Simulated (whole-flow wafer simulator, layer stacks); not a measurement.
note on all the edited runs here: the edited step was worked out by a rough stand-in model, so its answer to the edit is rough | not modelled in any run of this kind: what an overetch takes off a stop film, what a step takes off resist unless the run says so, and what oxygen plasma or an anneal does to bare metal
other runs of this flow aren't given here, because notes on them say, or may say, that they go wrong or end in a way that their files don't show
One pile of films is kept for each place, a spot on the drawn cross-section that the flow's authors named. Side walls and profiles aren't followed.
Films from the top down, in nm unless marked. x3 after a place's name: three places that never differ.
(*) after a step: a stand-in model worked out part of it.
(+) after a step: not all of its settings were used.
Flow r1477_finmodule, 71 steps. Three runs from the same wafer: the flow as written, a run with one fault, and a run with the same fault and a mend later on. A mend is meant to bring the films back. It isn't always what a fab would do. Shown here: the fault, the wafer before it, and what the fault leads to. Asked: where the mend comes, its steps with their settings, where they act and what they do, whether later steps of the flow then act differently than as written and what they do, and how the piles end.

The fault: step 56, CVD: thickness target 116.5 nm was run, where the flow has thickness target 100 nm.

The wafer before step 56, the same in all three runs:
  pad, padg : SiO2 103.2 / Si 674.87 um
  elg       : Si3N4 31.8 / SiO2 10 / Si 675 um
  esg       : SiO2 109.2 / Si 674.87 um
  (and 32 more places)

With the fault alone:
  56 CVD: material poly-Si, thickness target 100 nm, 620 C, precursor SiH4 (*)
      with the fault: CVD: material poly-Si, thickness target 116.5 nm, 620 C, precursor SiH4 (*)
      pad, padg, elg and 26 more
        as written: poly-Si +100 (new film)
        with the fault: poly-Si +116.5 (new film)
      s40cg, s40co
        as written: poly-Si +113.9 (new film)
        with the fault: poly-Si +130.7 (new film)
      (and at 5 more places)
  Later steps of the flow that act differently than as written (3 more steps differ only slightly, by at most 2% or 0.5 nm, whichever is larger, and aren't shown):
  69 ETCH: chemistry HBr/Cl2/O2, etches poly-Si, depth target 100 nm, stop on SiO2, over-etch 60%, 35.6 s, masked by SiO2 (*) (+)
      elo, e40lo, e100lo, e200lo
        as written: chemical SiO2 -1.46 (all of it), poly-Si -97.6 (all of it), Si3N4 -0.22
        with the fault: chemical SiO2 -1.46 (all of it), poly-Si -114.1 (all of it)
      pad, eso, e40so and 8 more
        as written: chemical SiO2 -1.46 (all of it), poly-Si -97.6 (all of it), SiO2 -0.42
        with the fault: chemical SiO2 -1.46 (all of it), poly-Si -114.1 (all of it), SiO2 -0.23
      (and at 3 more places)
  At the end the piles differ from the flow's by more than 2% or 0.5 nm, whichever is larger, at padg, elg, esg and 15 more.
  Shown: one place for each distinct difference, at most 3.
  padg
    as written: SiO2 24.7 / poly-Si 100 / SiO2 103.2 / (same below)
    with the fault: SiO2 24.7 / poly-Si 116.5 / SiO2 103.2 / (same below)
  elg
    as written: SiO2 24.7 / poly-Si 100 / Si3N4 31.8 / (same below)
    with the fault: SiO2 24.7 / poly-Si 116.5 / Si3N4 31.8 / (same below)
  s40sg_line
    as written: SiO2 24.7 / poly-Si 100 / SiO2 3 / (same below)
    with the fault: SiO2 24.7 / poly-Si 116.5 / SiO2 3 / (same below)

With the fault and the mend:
  The mend comes after step 56.
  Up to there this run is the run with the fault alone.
  56a ETCH: chemistry tmah, depth target 207.8 nm
      pad, padg, elg and 26 more
        poly-Si -116.5 (all of it)
      s40cg, s40co
        poly-Si -130.7 (all of it)
      s45cg, s45co
        poly-Si -130.2 (all of it)
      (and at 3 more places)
  56b CLEAN: chemistry SC1, 46 C, 45 s (*) (the flow's step 48 once more)
      s40sg_line, s45sg_line, s50sg_line, s40so_line, s45so_line, s50so_line
        SiO2 -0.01
  56c CVD: material poly-Si, thickness target 100 nm, 620 C, precursor SiH4 (*) (the flow's step 56 once more)
      pad, padg, elg and 26 more
        poly-Si +100 (new film)
      s40cg, s40co
        poly-Si +113.9 (new film)
      s45cg, s45co
        poly-Si +113.4 (new film)
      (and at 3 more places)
  No later step of the flow acts differently than as written, at any place that is followed, by more than 2% or 0.5 nm, whichever is larger.
  At the end the piles differ from the flow's only slightly at the places that both follow, by at most 2% or 0.5 nm, whichever is larger.
